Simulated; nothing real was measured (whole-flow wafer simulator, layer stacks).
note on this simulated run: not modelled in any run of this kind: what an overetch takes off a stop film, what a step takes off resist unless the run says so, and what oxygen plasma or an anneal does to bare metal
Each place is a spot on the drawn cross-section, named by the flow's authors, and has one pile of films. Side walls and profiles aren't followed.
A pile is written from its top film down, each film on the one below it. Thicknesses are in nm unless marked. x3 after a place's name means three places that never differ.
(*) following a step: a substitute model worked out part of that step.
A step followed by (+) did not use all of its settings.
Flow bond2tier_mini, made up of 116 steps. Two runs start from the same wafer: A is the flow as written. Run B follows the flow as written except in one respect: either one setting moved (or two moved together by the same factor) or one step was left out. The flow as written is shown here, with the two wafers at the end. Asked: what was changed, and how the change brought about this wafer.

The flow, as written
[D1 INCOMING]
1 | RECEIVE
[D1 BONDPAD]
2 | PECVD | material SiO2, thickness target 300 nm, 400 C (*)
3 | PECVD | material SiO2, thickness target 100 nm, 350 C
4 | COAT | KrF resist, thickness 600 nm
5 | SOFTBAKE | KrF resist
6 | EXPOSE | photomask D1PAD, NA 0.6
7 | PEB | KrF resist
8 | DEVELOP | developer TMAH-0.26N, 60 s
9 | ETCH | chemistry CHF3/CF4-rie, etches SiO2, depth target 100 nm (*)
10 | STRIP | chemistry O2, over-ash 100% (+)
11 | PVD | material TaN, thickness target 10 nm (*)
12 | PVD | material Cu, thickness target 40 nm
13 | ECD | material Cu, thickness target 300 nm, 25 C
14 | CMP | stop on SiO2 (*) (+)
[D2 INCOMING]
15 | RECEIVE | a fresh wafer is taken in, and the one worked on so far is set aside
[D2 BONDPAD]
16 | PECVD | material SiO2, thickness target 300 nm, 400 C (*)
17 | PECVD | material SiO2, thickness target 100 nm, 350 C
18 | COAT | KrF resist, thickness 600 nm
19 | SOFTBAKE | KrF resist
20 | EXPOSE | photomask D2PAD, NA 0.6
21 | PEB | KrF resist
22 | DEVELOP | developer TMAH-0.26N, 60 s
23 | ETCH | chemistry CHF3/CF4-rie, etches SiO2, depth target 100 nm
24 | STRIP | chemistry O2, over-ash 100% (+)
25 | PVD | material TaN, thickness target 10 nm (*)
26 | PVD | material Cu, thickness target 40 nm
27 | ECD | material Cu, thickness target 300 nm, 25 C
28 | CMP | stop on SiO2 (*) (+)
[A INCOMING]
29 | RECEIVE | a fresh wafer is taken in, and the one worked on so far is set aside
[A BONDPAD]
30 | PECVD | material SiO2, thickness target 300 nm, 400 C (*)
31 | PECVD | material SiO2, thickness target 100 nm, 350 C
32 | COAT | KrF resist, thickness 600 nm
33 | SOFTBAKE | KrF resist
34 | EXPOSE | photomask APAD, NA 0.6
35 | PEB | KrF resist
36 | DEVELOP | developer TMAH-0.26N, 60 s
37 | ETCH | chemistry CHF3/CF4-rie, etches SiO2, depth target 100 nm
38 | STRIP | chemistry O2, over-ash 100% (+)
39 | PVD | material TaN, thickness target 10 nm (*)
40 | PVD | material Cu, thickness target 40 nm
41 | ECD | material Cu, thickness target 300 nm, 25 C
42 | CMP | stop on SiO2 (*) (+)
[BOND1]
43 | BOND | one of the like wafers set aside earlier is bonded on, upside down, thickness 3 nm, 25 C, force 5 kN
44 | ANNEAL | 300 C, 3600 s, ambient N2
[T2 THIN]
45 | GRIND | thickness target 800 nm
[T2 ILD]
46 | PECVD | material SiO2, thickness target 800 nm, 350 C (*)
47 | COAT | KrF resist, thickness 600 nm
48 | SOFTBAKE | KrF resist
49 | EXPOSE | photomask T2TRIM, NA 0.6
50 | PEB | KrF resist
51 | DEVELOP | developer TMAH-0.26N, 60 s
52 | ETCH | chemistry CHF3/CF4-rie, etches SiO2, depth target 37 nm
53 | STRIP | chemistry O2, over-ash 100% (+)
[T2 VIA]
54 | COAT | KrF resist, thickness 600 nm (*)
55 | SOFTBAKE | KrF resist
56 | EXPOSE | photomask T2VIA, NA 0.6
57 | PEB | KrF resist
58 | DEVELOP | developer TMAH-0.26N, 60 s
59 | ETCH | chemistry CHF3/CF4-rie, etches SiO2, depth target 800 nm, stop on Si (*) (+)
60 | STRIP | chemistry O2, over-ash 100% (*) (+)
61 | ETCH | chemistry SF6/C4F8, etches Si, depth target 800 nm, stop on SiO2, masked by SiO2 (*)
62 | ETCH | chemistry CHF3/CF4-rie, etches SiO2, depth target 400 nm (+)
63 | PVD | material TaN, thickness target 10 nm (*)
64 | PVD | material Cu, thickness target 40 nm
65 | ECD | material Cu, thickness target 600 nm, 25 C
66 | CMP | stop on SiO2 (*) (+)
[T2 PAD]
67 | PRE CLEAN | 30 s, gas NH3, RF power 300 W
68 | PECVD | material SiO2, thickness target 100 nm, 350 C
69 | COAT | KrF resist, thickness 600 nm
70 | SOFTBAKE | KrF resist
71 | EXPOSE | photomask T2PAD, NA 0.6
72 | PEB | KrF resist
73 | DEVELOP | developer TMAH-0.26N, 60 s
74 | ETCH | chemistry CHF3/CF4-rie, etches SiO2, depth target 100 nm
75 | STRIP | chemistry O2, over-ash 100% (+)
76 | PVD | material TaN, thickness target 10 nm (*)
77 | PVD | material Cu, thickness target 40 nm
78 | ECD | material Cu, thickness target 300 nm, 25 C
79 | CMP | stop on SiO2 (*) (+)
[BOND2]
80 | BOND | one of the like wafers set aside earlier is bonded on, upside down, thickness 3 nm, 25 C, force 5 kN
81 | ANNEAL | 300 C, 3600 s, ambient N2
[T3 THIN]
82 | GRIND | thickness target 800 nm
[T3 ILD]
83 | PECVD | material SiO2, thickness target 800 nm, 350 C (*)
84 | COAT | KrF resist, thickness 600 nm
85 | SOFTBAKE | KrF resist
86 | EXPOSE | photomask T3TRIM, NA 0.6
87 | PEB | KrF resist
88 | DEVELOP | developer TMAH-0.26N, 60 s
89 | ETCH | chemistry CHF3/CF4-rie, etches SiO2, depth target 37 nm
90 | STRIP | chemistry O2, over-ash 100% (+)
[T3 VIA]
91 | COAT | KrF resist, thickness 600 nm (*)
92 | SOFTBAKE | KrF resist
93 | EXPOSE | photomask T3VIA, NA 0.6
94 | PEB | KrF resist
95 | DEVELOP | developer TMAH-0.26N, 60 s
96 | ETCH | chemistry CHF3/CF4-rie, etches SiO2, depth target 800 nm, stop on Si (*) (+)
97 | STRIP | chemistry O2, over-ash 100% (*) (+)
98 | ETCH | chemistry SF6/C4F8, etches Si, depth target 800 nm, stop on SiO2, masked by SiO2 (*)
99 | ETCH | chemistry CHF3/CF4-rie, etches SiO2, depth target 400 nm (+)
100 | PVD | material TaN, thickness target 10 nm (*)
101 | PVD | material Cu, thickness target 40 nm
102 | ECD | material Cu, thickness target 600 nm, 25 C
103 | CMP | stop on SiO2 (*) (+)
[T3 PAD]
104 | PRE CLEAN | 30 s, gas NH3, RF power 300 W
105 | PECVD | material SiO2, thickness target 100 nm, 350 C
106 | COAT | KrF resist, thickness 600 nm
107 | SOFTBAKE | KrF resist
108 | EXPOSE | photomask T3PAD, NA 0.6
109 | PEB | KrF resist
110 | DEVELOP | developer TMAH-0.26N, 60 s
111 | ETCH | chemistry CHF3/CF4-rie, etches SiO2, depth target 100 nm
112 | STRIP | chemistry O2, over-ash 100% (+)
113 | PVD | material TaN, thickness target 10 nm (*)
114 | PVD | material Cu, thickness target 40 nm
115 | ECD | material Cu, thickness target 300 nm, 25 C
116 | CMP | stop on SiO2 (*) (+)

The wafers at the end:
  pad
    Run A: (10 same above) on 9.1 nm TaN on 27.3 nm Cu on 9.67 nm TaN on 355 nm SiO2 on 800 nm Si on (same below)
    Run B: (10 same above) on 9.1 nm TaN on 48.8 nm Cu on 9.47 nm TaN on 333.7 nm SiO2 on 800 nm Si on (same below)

The reason: step 52, ETCH: depth target 58.3 nm was run, while the flow as written has depth target 37 nm.

How this came from the change, step by step:
  52 | ETCH | chemistry CHF3/CF4-rie, etches SiO2, depth target 37 nm
      pad, via: A SiO2 loses 37 | B SiO2 loses 58.3
      field: A KrF resist loses 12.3 | B KrF resist loses 19.4
  59 | ETCH | chemistry CHF3/CF4-rie, etches SiO2, depth target 800 nm, stop on Si (*) (+)
      via: A SiO2 loses 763 (all of it) | B SiO2 loses 741.7 (all of it)
  60 | STRIP | chemistry O2, over-ash 100% (*) (+)
      field: A KrF resist loses 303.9 (all of it) | B KrF resist loses 294.9 (all of it)
      pad: A KrF resist loses 336 (all of it) | B KrF resist loses 345.4 (all of it)
  64 | PVD | material Cu, thickness target 40 nm
      pad: A Cu gains 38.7 (new film) | B Cu gains 37.9 (new film)
  65 | ECD | material Cu, thickness target 600 nm, 25 C
      pad: A Cu gains 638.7 | B Cu gains 660.9
